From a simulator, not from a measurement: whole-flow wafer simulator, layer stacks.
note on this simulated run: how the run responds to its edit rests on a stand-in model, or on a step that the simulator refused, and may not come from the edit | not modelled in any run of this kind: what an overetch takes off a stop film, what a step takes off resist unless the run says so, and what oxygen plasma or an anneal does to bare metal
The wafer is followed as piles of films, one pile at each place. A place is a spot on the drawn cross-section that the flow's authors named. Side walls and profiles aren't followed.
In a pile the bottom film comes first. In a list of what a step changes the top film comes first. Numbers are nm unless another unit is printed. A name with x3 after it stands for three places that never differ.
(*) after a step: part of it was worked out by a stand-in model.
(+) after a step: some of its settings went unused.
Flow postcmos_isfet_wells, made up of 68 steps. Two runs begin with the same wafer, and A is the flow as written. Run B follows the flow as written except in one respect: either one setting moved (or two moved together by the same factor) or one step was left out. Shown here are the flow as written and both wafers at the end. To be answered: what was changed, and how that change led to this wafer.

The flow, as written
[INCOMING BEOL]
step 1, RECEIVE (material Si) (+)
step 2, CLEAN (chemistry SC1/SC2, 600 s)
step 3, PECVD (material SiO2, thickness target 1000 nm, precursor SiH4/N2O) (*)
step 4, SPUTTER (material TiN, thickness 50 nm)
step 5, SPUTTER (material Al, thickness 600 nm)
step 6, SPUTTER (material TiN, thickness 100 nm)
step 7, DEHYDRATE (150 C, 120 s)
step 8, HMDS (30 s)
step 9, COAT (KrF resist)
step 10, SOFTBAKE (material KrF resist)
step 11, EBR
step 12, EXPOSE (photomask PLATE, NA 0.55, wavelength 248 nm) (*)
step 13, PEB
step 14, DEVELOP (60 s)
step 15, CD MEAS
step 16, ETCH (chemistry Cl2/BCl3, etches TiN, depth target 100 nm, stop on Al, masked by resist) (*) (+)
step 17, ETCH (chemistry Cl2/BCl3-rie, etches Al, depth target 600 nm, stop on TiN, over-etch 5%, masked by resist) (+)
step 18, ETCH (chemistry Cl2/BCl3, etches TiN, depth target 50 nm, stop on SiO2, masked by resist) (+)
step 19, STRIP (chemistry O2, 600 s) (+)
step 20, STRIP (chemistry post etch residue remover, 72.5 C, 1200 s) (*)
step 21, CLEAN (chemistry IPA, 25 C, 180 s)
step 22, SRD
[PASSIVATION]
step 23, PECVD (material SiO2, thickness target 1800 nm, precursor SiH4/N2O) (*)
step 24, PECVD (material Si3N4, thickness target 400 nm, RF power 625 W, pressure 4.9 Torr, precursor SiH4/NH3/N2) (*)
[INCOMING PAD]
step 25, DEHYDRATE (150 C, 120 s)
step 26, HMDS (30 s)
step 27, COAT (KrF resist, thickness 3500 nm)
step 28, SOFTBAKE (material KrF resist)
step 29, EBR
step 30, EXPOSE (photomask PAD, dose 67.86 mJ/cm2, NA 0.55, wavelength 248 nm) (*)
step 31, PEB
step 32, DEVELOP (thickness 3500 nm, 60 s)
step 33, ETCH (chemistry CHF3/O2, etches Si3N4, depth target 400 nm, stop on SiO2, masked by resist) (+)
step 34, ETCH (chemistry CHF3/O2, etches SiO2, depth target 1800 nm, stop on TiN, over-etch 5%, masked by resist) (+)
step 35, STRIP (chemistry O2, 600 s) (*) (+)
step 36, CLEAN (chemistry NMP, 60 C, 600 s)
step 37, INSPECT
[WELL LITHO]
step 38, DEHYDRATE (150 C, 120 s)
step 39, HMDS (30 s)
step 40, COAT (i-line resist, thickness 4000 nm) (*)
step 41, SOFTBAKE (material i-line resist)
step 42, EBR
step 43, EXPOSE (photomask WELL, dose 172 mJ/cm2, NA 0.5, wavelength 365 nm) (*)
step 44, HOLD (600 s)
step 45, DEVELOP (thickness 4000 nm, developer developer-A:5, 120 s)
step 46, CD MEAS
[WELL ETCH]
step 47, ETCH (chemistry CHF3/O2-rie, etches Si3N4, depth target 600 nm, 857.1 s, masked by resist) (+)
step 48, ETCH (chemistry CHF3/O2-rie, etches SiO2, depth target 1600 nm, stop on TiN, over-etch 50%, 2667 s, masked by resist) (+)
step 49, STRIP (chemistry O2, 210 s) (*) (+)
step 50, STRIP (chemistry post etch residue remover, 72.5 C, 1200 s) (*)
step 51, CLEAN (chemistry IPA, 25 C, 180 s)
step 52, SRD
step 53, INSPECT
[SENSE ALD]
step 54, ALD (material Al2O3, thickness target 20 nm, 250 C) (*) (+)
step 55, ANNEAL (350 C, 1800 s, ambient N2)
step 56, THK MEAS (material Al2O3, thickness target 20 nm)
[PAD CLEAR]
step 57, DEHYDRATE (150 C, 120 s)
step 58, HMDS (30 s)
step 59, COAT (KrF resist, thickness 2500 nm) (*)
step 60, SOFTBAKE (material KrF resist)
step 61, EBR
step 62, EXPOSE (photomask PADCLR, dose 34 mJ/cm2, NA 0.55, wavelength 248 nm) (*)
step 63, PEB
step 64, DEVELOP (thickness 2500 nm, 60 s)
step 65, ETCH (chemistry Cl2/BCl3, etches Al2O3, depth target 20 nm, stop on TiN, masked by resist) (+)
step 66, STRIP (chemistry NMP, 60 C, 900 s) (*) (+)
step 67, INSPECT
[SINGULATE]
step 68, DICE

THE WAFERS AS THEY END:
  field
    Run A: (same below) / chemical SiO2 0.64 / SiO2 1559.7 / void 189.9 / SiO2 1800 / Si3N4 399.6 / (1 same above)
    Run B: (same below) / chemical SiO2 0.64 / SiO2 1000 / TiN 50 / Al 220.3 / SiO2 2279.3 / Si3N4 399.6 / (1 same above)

Cause: step 17, ETCH: depth target 324 nm was run, while the flow as written has depth target 600 nm.

How this came from the change, step by step:
  step 17, ETCH (chemistry Cl2/BCl3-rie, etches Al, depth target 600 nm, stop on TiN, over-etch 5%, masked by resist) (+)
      field: A Al loses 600 (all of it) | B Al loses 324
      margin, well900, well1300 x3, pad_rim, pad_clr, pad_open: A KrF resist loses 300 | B KrF resist loses 162
  step 18, ETCH (chemistry Cl2/BCl3, etches TiN, depth target 50 nm, stop on SiO2, masked by resist) (+)
      field: A TiN loses 50 (all of it) | B Al loses 50
  step 19, STRIP (chemistry O2, 600 s) (+)
      margin, well900, well1300 x3, pad_rim, pad_clr, pad_open: A KrF resist loses 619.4 (all of it) | B KrF resist loses 757.4 (all of it)
  step 20, STRIP (chemistry post etch residue remover, 72.5 C, 1200 s) (*)
      field: A nothing | B Al loses 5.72
  step 23, PECVD (material SiO2, thickness target 1800 nm, precursor SiH4/N2O) (*)
      field: A SiO2 gains 1800 (new film), void gains 189.9 (new film), SiO2 gains 559.7 | B SiO2 gains 2279.3 (new film)
If metal films that touch count as one body, field has 1 body; the flow as written gives 0 bodies.
